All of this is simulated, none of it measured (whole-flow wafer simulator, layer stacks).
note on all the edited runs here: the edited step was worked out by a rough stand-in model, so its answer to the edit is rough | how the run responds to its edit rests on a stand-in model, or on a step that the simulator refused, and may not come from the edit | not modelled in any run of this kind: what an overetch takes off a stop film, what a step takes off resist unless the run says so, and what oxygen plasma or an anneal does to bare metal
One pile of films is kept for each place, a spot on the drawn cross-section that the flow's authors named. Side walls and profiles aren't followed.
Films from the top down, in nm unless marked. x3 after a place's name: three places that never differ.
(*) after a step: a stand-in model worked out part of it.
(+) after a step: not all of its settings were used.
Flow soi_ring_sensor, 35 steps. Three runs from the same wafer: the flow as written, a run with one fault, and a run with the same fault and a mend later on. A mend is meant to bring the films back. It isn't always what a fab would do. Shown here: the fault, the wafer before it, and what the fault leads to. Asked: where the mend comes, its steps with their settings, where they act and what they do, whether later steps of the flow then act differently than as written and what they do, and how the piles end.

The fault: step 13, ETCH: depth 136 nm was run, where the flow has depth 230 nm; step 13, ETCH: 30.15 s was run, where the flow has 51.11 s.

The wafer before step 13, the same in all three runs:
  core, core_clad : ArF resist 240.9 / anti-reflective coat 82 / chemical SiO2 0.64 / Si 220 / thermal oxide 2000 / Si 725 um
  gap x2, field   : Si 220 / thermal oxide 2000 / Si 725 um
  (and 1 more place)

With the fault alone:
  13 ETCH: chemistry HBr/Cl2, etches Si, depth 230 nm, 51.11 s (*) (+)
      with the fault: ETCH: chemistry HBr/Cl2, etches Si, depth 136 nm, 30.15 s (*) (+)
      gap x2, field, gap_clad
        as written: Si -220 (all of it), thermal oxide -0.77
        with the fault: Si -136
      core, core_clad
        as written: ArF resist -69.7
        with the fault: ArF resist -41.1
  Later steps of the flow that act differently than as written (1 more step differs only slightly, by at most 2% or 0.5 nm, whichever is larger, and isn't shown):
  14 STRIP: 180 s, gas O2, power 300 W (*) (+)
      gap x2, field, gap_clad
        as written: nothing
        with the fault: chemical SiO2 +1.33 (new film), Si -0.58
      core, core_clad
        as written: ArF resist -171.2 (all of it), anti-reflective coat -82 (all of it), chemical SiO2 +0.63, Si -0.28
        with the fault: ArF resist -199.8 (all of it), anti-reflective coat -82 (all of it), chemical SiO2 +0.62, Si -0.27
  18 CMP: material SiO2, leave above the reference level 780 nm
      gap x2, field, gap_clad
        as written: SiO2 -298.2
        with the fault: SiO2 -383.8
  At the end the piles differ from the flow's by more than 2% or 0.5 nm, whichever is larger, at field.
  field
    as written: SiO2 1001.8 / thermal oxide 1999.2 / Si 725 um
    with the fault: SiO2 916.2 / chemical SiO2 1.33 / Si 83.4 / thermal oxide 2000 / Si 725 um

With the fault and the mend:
  The mend comes after step 13.
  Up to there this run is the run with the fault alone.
  13a ETCH: chemistry HBr/Cl2, etches Si, depth 94 nm, 20.89 s (*) (+) (the flow's step 13 once more, with other settings)
      gap x2, field, gap_clad
        Si -84 (all of it), thermal oxide -0.77
      core, core_clad
        ArF resist -28.5
  No later step of the flow acts differently than as written, at any place that is followed, by more than 2% or 0.5 nm, whichever is larger.
  At the end the piles are the same as the flow's at every place that both follow.
